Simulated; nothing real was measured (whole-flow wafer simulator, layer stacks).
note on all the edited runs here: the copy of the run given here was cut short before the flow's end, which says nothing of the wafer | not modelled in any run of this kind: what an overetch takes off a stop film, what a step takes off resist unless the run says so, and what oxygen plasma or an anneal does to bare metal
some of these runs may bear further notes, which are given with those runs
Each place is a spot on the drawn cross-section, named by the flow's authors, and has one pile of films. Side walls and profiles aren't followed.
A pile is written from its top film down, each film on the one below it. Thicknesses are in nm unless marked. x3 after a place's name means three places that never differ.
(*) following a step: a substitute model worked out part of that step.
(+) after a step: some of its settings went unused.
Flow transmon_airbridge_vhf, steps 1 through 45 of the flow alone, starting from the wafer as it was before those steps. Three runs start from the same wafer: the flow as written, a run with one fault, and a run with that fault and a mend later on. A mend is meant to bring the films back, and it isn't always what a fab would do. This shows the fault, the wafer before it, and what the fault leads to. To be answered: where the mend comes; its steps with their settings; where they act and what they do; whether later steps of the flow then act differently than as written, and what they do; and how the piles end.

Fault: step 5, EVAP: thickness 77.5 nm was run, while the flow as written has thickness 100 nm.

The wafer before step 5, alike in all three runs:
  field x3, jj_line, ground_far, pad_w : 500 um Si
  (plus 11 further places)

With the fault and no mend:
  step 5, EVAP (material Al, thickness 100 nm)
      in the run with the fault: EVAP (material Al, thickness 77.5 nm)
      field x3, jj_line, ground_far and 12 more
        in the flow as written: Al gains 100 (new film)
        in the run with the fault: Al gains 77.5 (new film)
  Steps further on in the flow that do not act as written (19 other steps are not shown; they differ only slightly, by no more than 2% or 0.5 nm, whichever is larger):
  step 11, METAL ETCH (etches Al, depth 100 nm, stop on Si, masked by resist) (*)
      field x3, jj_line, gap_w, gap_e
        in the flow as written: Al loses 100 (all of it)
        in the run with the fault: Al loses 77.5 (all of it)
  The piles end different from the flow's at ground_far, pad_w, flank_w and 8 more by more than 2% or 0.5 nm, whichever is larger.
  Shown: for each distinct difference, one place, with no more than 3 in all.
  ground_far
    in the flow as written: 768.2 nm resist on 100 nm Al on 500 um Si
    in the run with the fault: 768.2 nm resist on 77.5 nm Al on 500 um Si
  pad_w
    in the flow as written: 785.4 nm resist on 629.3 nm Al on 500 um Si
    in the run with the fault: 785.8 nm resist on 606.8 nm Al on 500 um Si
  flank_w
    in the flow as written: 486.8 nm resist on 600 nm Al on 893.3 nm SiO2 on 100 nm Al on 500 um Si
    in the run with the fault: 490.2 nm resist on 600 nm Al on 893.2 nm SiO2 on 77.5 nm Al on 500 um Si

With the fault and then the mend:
  The mend stands after step 10.
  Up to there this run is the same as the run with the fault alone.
  step 10a, STRIP (i-line resist, 80 C, 600 s) (+)
      ground_far, pad_w, flank_w and 8 more
        i-line resist loses 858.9 (all of it)
  step 10b, EVAP (material Al, thickness 22.5 nm) (the flow's step 5, run once more with other settings)
      field x3, jj_line, ground_far and 12 more
        Al gains 22.5
  step 10c, COAT (i-line resist, thickness 900 nm) (the flow's step 6, run once more)
      field x3, jj_line, ground_far and 12 more
        i-line resist gains 900 (new film)
  step 10d, SOFTBAKE (i-line resist, 90 C, 90 s) (the flow's step 7, run once more)
      does not change any film at any place that is followed
  step 10e, EXPOSE (i-line resist, thickness 900 nm, photomask AB CPW, dose 155.4 mJ/cm2, NA 0.45, wavelength 365 nm) (*) (the flow's step 8, run once more)
      does not change any film at any place that is followed
  step 10f, PEB (i-line resist, 110 C, 60 s) (the flow's step 9, run once more)
      field x3, jj_line, ground_far and 12 more
        i-line resist loses 41
  step 10g, DEVELOP (i-line resist, thickness 900 nm, developer developer-B, 60 s) (the flow's step 10, run once more)
      ground_far, pad_w, flank_w and 8 more
        i-line resist loses 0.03
      field x3, jj_line, gap_w, gap_e
        i-line resist loses 859 (all of it)
  Later steps of the flow that are run all act as written at every place that is followed.
  At every place that both follow, the piles at the end match the flow's.
